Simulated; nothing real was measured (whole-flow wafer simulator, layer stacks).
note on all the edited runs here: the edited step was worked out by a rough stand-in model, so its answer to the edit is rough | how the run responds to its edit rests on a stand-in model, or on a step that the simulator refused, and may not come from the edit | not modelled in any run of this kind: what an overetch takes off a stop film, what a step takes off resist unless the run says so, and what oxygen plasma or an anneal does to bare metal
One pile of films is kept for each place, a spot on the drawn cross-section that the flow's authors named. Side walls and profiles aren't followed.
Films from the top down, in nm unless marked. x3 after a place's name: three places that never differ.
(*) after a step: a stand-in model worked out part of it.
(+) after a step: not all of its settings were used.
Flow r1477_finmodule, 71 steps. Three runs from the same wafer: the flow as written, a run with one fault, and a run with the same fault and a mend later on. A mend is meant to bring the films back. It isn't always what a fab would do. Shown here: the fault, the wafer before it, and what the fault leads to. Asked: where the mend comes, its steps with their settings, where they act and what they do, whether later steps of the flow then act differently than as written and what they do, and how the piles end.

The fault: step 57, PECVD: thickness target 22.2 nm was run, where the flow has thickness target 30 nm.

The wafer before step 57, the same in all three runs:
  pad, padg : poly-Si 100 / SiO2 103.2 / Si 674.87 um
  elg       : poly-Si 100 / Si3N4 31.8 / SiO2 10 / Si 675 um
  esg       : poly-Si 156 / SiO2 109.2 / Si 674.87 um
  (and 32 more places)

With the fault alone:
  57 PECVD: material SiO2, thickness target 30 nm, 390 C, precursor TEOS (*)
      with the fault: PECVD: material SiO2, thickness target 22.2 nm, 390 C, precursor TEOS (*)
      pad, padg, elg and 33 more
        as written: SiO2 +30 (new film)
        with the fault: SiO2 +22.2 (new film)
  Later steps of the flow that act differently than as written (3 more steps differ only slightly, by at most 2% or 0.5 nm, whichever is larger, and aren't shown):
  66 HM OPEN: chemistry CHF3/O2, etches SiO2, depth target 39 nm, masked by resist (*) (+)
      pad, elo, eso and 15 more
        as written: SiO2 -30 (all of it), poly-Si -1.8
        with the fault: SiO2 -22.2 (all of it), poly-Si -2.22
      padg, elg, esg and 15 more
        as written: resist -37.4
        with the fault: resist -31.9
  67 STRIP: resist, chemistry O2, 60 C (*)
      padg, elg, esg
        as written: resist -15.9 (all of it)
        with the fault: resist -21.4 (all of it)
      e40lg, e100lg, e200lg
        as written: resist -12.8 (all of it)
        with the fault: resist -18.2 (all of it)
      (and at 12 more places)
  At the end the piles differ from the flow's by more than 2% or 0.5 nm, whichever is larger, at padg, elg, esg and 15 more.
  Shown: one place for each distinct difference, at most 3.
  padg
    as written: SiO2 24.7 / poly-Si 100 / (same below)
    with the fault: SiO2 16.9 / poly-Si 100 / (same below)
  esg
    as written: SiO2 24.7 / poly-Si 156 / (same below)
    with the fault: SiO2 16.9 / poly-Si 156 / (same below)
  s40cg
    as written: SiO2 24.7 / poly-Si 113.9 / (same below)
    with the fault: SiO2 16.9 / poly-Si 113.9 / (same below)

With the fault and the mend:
  The mend comes after step 64.
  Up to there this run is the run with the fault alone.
  64a STRIP: resist, chemistry O2, 60 C
      padg, elg, esg
        resist -70 (all of it)
      e40lg, e100lg, e200lg
        resist -66.9 (all of it)
      s40sg, s45sg
        resist -91 (all of it)
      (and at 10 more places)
  64b PECVD: material SiO2, thickness target 7.8 nm, 390 C, precursor TEOS (*) (the flow's step 57 once more, with other settings)
      pad, padg, elg and 33 more
        SiO2 +7.8
  64c COAT: resist, thickness 70 nm (*) (the flow's step 60 once more)
      e40lg, e100lg, e200lg, elo, e40lo, e100lo, e200lo
        resist +66.9 (new film)
      pad, padg, elg, esg
        resist +70 (new film)
      s40sg, s45sg, s40so, s45so
        resist +91 (new film)
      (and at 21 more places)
  64d SOFTBAKE: 180 C, 180 s (*) (the flow's step 61 once more)
      changes no film at any place that is followed
  64e EXPOSE: resist, photomask GATE (the flow's step 62 once more)
      changes no film at any place that is followed
  64f DEVELOP (*) (the flow's step 63 once more)
      elo, e40lo, e100lo, e200lo
        resist -66.9 (all of it)
      eso, e40so
        resist -129.5 (all of it)
      s40so, s45so
        resist -91 (all of it)
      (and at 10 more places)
  No later step of the flow acts differently than as written at any place that is followed.
  At the end the piles are the same as the flow's at every place that both follow.
